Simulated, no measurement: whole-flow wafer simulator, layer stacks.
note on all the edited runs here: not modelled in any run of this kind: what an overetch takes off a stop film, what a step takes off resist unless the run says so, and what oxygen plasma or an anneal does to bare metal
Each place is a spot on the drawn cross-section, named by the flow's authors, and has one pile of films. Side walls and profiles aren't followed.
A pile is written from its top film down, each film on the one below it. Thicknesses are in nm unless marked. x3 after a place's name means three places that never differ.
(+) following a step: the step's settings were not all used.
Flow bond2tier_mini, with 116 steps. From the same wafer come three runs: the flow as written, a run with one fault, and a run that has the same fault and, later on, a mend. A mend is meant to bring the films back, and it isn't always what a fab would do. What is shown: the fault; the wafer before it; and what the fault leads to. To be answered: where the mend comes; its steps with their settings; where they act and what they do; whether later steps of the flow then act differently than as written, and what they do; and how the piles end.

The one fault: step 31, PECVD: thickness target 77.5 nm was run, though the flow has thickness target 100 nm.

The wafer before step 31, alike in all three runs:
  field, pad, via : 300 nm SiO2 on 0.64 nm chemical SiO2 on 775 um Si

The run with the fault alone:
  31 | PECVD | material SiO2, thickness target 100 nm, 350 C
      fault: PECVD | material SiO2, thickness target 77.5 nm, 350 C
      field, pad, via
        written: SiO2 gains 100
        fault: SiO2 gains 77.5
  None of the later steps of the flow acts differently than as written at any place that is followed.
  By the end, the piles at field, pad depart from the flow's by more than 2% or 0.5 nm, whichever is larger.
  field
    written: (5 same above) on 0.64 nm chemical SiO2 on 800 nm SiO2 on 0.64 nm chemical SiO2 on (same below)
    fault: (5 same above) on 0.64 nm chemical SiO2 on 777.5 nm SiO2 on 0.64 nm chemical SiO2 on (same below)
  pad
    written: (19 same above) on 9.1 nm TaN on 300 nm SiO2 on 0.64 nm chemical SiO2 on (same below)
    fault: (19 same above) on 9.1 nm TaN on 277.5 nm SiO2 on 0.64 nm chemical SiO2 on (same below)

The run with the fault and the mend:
  After step 36 comes the mend.
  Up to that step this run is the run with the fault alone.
  36a | STRIP | chemistry O2, over-ash 100% (+)
      field
        KrF resist loses 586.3 (all of it)
  36b | PECVD | material SiO2, thickness target 22.5 nm, 350 C (the flow's step 31, run once more with other settings)
      field, pad, via
        SiO2 gains 22.5
  36c | COAT | KrF resist, thickness 600 nm (the flow's step 32, run once more)
      field, pad, via
        KrF resist gains 600 (new film)
  36d | SOFTBAKE | KrF resist (the flow's step 33, run once more)
      alters no film at any place that is followed
  36e | EXPOSE | photomask APAD, NA 0.6 (the flow's step 34, run once more)
      alters no film at any place that is followed
  36f | PEB | KrF resist (the flow's step 35, run once more)
      alters no film at any place that is followed
  36g | DEVELOP | developer TMAH-0.26N, 60 s (the flow's step 36, run once more)
      pad, via
        KrF resist loses 600 (all of it)
      field
        KrF resist loses 13.7
  None of the later steps of the flow acts differently than as written at any place that is followed.
  By the end, the piles equal the flow's at every place that both follow.
